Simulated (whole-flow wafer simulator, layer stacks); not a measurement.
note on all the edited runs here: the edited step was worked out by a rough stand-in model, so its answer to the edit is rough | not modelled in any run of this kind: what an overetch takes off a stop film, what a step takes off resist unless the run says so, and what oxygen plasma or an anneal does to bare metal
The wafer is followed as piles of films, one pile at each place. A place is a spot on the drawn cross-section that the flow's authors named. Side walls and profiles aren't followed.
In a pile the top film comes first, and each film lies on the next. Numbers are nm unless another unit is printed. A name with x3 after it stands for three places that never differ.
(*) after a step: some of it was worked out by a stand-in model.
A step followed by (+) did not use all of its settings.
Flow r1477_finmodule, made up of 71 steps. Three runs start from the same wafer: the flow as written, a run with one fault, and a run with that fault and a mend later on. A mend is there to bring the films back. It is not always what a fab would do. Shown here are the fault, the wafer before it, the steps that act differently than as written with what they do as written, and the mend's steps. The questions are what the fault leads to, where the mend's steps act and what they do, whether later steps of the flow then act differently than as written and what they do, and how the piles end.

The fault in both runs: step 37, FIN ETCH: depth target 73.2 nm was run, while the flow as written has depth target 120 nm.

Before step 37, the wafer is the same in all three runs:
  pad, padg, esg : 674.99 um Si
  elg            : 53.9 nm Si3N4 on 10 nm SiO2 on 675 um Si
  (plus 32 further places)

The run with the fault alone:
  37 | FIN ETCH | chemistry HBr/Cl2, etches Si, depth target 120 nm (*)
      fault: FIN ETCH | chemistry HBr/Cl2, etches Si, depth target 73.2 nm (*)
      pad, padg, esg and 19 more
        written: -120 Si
        fault: -73.2 Si
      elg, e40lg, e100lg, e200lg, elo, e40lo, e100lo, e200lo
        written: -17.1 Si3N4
        fault: -10.5 Si3N4
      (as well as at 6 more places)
  Steps later in the flow that act otherwise than as written (4 more steps, not shown, differ only slightly: by at most 2% or 0.5 nm, whichever is larger):
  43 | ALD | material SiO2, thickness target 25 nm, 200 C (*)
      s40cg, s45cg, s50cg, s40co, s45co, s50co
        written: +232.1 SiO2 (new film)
        fault: +188.9 SiO2 (new film)
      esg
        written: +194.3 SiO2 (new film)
        fault: +154.1 SiO2 (new film)
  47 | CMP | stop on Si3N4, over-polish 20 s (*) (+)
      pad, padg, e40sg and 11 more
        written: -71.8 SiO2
        fault: -118.6 SiO2
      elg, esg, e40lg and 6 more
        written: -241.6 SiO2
        fault: -248.3 SiO2
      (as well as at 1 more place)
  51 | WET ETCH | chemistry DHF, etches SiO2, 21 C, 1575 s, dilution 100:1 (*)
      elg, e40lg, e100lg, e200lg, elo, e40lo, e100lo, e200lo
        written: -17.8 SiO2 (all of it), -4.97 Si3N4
        fault: -11.2 SiO2 (all of it), -5.51 Si3N4
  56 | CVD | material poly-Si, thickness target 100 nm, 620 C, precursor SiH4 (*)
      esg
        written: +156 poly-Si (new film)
        fault: +162.1 poly-Si (new film)
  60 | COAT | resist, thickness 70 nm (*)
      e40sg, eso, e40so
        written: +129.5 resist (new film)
        fault: +135.2 resist (new film)
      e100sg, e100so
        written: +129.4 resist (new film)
        fault: +135.2 resist (new film)
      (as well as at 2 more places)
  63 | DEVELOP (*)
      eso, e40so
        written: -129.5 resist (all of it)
        fault: -135.2 resist (all of it)
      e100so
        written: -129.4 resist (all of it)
        fault: -135.2 resist (all of it)
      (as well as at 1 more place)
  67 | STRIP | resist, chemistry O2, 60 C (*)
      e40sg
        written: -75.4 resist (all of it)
        fault: -81.1 resist (all of it)
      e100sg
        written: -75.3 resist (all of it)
        fault: -81.1 resist (all of it)
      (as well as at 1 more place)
  By the end, the piles at pad, padg, elg and 27 more depart from the flow's by more than 2% or 0.5 nm, whichever is larger.
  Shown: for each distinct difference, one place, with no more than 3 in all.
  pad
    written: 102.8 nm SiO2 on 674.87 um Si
    fault: 56.2 nm SiO2 on 674.92 um Si
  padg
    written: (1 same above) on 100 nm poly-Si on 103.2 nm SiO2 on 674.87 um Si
    fault: (1 same above) on 100 nm poly-Si on 56.6 nm SiO2 on 674.92 um Si
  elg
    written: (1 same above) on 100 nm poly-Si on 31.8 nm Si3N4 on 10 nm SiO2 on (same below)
    fault: (1 same above) on 100 nm poly-Si on 37.9 nm Si3N4 on 10 nm SiO2 on (same below)

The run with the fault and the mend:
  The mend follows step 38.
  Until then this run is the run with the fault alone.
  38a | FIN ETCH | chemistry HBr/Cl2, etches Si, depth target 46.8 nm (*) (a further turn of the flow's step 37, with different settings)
      pad, padg, esg and 19 more
        -46.8 Si
      elg, e40lg, e100lg, e200lg, elo, e40lo, e100lo, e200lo
        -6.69 Si3N4
      s40sg_line, s45sg_line, s50sg_line, s40so_line, s45so_line, s50so_line
        -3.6 SiO2
  Later steps of the flow that are run all act as written at every place that is followed.
  By the end, the piles equal the flow's at every place that both follow.
